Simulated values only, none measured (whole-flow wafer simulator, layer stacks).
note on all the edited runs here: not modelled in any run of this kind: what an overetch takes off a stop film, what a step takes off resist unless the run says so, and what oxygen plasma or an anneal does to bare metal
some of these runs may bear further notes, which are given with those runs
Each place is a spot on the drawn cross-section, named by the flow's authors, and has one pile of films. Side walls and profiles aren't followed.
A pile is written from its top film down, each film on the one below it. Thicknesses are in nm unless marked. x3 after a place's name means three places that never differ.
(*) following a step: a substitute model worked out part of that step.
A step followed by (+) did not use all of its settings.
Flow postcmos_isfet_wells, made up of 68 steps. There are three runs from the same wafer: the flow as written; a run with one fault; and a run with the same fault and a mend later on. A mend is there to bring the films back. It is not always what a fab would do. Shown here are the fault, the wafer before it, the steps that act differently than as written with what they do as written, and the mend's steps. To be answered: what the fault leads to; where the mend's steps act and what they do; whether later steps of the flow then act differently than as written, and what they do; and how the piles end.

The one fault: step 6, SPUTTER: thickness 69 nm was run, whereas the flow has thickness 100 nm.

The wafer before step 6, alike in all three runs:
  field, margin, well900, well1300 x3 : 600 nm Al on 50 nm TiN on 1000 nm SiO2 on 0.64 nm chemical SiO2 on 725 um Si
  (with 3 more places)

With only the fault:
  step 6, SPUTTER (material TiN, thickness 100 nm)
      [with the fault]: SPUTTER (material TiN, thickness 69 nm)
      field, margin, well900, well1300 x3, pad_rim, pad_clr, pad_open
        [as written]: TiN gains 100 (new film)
        [with the fault]: TiN gains 69 (new film)
  Steps later in the flow that act otherwise than as written:
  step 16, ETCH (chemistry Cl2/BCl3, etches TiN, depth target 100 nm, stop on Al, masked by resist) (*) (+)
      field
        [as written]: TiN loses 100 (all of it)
        [with the fault]: TiN loses 69 (all of it)
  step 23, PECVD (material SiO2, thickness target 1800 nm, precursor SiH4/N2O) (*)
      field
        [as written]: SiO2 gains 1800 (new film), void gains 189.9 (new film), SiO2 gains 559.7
        [with the fault]: SiO2 gains 1800 (new film), void gains 166.7 (new film), SiO2 gains 551.9
  At field, margin, well900, well1300 x3, pad_rim, pad_clr, pad_open, the piles at the end differ from the flow's by more than 2% or 0.5 nm, whichever is larger.
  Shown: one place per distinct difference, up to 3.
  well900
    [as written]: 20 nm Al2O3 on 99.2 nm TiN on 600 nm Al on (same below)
    [with the fault]: 20 nm Al2O3 on 68.2 nm TiN on 600 nm Al on (same below)
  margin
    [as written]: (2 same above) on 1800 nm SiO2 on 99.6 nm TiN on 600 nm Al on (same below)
    [with the fault]: (2 same above) on 1800 nm SiO2 on 68.6 nm TiN on 600 nm Al on (same below)
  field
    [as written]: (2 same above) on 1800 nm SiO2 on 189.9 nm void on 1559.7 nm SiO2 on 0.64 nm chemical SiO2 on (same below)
    [with the fault]: (2 same above) on 1800 nm SiO2 on 166.7 nm void on 1551.9 nm SiO2 on 0.64 nm chemical SiO2 on (same below)

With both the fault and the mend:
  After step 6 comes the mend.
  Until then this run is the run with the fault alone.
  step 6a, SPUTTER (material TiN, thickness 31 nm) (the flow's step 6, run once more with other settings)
      field, margin, well900, well1300 x3, pad_rim, pad_clr, pad_open
        TiN gains 31
  None of the later steps of the flow acts differently than as written at any place that is followed.
  At every place that both follow, the piles at the end match the flow's.
